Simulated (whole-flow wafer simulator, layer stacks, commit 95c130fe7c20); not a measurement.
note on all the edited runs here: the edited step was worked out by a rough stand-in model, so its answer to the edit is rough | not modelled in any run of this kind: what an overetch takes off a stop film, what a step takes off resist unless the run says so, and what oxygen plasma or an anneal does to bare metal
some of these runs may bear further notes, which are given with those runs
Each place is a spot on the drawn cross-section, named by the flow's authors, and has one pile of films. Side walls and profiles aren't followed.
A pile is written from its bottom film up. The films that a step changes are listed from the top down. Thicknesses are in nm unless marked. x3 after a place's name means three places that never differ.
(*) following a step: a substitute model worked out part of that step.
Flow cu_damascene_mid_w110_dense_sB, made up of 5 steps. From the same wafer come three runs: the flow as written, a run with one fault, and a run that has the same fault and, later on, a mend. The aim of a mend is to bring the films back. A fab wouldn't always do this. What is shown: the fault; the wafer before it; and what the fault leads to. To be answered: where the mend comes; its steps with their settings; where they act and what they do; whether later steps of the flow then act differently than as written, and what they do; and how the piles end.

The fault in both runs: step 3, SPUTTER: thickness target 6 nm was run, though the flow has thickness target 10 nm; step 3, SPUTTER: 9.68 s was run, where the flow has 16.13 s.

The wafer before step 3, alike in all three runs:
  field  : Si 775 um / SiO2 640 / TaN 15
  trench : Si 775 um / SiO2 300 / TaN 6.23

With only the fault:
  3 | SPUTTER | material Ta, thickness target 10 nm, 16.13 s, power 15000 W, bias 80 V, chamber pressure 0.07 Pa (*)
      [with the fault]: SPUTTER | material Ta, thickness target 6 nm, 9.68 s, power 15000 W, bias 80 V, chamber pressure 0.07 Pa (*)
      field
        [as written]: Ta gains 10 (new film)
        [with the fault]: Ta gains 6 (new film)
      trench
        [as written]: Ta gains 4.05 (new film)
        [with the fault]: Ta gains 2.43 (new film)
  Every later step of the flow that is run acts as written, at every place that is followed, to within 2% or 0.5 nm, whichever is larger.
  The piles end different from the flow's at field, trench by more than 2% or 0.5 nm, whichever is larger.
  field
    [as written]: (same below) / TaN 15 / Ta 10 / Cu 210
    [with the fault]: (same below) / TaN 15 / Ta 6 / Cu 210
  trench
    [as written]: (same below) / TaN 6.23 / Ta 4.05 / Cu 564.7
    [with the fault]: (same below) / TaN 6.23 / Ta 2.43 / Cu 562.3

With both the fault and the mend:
  After step 3 comes the mend.
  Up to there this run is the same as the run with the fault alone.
  3a | SPUTTER | material Ta, thickness target 4 nm, 6.452 s, power 15000 W, bias 80 V, chamber pressure 0.07 Pa (*) (the flow's step 3 again, with other settings)
      field
        Ta gains 4
      trench
        Ta gains 1.58
  Every later step of the flow that is run acts as written at every place that is followed.
  At the end the piles are close to the flow's at the places that both follow, differing by at most 2% or 0.5 nm, whichever is larger.
